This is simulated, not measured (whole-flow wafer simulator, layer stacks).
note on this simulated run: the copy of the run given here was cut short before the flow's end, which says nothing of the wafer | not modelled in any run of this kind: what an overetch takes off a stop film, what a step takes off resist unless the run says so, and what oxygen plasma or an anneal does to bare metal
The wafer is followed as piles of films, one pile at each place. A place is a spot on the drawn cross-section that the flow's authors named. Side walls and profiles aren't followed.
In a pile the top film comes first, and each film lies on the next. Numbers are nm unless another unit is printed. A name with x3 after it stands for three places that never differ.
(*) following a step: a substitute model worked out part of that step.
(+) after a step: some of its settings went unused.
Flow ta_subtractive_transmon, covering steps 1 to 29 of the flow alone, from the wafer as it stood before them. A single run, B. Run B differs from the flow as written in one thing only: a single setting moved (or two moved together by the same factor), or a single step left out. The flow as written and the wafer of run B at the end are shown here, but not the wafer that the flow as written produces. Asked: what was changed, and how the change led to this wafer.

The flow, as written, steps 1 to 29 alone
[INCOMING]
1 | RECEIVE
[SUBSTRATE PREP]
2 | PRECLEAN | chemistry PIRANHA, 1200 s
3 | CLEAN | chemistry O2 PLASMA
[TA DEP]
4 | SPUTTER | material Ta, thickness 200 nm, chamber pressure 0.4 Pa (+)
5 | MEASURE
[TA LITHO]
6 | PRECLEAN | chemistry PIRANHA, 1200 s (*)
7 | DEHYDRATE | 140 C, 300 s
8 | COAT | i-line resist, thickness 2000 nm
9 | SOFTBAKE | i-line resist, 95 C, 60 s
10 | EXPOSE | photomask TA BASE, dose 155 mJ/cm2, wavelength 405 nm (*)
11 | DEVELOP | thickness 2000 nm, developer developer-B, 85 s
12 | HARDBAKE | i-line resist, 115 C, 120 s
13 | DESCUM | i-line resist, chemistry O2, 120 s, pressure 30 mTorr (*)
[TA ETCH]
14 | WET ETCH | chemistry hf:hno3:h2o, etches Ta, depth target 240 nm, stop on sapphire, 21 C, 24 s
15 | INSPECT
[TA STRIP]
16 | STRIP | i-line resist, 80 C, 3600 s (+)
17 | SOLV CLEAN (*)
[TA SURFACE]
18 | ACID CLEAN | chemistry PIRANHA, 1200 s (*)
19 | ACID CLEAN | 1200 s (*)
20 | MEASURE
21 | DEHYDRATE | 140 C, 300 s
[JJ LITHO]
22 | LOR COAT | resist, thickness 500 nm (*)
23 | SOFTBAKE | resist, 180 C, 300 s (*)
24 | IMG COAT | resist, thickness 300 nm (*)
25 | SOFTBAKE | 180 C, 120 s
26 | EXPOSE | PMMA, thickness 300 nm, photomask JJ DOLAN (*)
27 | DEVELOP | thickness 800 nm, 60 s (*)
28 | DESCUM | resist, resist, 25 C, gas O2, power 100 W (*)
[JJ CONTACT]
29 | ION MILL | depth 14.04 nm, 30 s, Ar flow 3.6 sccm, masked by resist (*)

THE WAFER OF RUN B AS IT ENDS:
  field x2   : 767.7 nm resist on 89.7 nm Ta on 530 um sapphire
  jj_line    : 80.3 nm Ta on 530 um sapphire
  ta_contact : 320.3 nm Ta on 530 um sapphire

Cause: step 4, SPUTTER: thickness 330 nm was run, though the flow has thickness 200 nm.

How this came from the change, step by step:
  4 | SPUTTER | material Ta, thickness 200 nm, chamber pressure 0.4 Pa (+)
      field x2, jj_line, lead, ta_contact, ta_pad: +330 Ta (new film) (as written it would have been: +200 Ta (new film))
  14 | WET ETCH | chemistry hf:hno3:h2o, etches Ta, depth target 240 nm, stop on sapphire, 21 C, 24 s
      field x2, jj_line, lead: -240 Ta (as written it would have been: -200 Ta (all of it))
  22 | LOR COAT | resist, thickness 500 nm (*)
      ta_contact: +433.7 resist (new film) (as written it would have been: +443.8 resist (new film))
  29 | ION MILL | depth 14.04 nm, 30 s, Ar flow 3.6 sccm, masked by resist (*)
      jj_line, lead: -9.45 Ta (as written it would have been: -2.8 sapphire)
With metal films that touch counted as one body, field x2 has 1 body; the flow as written gives 0 bodies.
With metal films that touch counted as one body, jj_line has 1 body; the flow as written gives 0 bodies.
